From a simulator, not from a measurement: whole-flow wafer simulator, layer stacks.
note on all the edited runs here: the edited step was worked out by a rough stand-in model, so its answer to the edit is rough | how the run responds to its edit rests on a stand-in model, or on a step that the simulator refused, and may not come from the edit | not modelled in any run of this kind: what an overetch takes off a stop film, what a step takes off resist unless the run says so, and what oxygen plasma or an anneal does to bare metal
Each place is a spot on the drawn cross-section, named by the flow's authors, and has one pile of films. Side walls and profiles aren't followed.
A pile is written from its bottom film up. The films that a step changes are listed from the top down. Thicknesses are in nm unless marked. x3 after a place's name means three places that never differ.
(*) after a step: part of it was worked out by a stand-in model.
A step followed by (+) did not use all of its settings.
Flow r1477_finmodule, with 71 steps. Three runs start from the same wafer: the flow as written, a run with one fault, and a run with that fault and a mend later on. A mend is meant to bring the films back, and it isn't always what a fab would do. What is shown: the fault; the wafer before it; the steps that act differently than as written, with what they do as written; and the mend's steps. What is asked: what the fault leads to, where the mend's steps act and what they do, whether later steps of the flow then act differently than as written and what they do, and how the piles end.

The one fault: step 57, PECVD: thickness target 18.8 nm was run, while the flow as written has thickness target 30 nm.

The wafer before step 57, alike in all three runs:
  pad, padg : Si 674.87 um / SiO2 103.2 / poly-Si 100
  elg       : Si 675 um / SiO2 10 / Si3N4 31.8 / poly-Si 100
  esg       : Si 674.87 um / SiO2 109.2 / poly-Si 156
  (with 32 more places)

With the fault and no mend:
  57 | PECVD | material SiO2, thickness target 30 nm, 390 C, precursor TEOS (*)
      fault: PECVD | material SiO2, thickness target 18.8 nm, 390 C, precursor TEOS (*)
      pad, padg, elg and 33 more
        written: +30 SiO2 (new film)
        fault: +18.8 SiO2 (new film)
  Later steps of the flow acting differently than as written (3 more steps, not shown, differ only slightly: by at most 2% or 0.5 nm, whichever is larger):
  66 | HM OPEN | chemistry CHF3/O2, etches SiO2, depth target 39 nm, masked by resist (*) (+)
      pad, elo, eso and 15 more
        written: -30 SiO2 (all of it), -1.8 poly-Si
        fault: -18.8 SiO2 (all of it), -1.88 poly-Si
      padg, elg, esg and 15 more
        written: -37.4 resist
        fault: -27 resist
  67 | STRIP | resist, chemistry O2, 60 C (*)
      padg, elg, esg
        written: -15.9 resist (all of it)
        fault: -26.2 resist (all of it)
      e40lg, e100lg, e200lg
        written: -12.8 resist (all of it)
        fault: -23.1 resist (all of it)
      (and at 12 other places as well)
  At padg, elg, esg and 15 more, the piles at the end differ from the flow's by more than 2% or 0.5 nm, whichever is larger.
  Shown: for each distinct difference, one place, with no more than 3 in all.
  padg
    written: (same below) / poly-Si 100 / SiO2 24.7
    fault: (same below) / poly-Si 100 / SiO2 13.5
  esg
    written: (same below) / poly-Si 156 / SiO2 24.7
    fault: (same below) / poly-Si 156 / SiO2 13.5
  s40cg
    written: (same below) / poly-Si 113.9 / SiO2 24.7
    fault: (same below) / poly-Si 113.9 / SiO2 13.5

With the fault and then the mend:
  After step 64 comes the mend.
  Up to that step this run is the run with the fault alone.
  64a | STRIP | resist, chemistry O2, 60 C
      padg, elg, esg
        -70 resist (all of it)
      e40lg, e100lg, e200lg
        -66.9 resist (all of it)
      s40sg, s45sg
        -91 resist (all of it)
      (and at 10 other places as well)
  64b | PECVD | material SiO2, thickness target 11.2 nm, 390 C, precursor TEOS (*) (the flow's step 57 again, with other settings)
      pad, padg, elg and 33 more
        +11.2 SiO2
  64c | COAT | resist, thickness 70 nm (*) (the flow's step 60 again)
      e40lg, e100lg, e200lg, elo, e40lo, e100lo, e200lo
        +66.9 resist (new film)
      pad, padg, elg, esg
        +70 resist (new film)
      s40sg, s45sg, s40so, s45so
        +91 resist (new film)
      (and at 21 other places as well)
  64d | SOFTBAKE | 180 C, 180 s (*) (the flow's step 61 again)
      alters no film at any place that is followed
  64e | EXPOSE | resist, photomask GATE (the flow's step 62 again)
      alters no film at any place that is followed
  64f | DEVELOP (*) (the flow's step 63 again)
      elo, e40lo, e100lo, e200lo
        -66.9 resist (all of it)
      eso, e40so
        -129.5 resist (all of it)
      s40so, s45so
        -91 resist (all of it)
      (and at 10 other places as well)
  Later steps of the flow that are run all act as written at every place that is followed.
  The piles end the same as the flow's at every place that both follow.
